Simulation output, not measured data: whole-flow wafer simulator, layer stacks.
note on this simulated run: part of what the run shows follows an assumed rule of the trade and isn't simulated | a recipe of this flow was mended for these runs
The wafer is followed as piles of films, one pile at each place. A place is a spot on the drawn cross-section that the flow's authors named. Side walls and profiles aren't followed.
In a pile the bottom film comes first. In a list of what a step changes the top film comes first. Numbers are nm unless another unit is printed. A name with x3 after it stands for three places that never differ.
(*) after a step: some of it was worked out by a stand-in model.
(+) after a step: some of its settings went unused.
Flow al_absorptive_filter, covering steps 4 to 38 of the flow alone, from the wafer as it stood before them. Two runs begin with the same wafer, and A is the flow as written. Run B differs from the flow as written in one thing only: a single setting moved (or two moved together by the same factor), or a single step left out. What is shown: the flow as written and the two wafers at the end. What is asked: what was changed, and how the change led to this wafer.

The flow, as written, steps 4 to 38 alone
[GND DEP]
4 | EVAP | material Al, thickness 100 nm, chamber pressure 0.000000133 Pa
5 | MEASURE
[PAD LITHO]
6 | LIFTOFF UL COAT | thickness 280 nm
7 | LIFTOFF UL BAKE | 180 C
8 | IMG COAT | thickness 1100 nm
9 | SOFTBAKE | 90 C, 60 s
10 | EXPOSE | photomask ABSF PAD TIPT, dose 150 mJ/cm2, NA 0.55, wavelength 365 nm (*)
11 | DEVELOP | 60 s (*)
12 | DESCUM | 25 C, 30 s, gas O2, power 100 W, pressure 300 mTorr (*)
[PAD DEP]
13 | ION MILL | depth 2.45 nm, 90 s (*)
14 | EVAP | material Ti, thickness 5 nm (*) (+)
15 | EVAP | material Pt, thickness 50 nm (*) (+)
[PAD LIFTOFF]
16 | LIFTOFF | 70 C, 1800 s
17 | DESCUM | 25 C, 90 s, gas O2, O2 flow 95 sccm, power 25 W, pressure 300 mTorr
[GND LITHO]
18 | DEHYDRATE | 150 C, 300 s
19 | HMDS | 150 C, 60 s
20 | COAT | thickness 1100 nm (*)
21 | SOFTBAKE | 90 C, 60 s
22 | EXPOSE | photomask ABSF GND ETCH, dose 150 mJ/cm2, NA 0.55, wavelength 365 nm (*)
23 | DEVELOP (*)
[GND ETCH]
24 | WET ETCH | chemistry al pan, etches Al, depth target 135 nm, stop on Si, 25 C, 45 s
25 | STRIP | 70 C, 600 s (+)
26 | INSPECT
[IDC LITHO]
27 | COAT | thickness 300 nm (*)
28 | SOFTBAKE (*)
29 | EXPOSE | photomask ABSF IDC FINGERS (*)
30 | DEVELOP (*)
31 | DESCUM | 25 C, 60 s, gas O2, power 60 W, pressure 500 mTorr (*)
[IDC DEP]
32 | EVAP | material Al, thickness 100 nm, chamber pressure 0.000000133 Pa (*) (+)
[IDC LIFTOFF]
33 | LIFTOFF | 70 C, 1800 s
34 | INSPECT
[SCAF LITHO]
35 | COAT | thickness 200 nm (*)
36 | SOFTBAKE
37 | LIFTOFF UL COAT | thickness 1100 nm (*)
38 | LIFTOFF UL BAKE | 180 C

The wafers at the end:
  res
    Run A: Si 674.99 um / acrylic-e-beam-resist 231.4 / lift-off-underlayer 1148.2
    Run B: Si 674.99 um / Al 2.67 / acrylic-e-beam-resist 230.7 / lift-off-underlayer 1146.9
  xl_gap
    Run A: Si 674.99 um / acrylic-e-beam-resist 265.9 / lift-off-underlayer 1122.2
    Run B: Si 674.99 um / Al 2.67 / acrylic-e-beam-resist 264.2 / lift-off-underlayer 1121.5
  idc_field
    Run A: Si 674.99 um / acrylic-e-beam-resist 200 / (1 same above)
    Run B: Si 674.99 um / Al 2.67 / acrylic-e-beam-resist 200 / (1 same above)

Cause: step 24, WET ETCH: depth target 84 nm was run, though the flow has depth target 135 nm; step 24, WET ETCH: 28 s was run, where the flow has 45 s.

Step by step, how the change led to this:
  24 | WET ETCH | chemistry al pan, etches Al, depth target 135 nm, stop on Si, 25 C, 45 s
      res, xl_gap, idc_field, idc_line, idc_space: A -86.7 Al (all of it) | B -84 Al
  31 | DESCUM | 25 C, 60 s, gas O2, power 60 W, pressure 500 mTorr (*)
      idc_line: A +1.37 chemical SiO2 (new film), -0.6 Si | B nothing
  32 | EVAP | material Al, thickness 100 nm, chamber pressure 0.000000133 Pa (*) (+)
      idc_line: A +100 Al (new film) | B +100 Al
Taking metal films that touch as one body, res has 1 body; the flow as written gives 0 bodies.
Taking metal films that touch as one body, xl_gap has 1 body; the flow as written gives 0 bodies.
Taking metal films that touch as one body, idc_field has 1 body; the flow as written gives 0 bodies.
